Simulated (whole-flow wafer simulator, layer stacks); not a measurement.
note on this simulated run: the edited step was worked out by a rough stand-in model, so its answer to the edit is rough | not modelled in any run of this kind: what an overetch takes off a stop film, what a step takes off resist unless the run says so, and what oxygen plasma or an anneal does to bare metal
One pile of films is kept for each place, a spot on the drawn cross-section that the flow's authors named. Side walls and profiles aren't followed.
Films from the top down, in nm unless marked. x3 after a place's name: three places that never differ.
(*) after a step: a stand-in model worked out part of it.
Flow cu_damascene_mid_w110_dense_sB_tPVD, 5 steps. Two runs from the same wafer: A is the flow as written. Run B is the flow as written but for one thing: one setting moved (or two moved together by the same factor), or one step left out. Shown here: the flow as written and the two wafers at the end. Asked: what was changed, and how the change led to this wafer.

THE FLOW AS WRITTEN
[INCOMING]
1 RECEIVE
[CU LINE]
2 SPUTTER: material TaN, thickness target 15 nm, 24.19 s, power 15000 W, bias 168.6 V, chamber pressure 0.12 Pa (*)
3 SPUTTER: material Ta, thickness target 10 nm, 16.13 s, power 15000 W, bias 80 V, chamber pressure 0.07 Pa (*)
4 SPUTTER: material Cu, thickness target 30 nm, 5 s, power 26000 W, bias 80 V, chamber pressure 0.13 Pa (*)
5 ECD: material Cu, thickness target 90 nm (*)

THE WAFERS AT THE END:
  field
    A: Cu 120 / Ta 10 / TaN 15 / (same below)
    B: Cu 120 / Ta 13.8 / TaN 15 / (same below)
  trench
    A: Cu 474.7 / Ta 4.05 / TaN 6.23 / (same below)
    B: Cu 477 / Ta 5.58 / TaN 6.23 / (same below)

The cause: step 3, SPUTTER: thickness target 13.8 nm was run, where the flow has thickness target 10 nm; step 3, SPUTTER: 22.18 s was run, where the flow has 16.13 s.
It can be read off the wafer: field has Ta 13.8, and step 3 as written asks for 10 nm.

How the change led to this, step by step:
  3 SPUTTER: material Ta, thickness target 10 nm, 16.13 s, power 15000 W, bias 80 V, chamber pressure 0.07 Pa (*)
      field: A Ta +10 (new film) | B Ta +13.8 (new film)
      trench: A Ta +4.05 (new film) | B Ta +5.58 (new film)
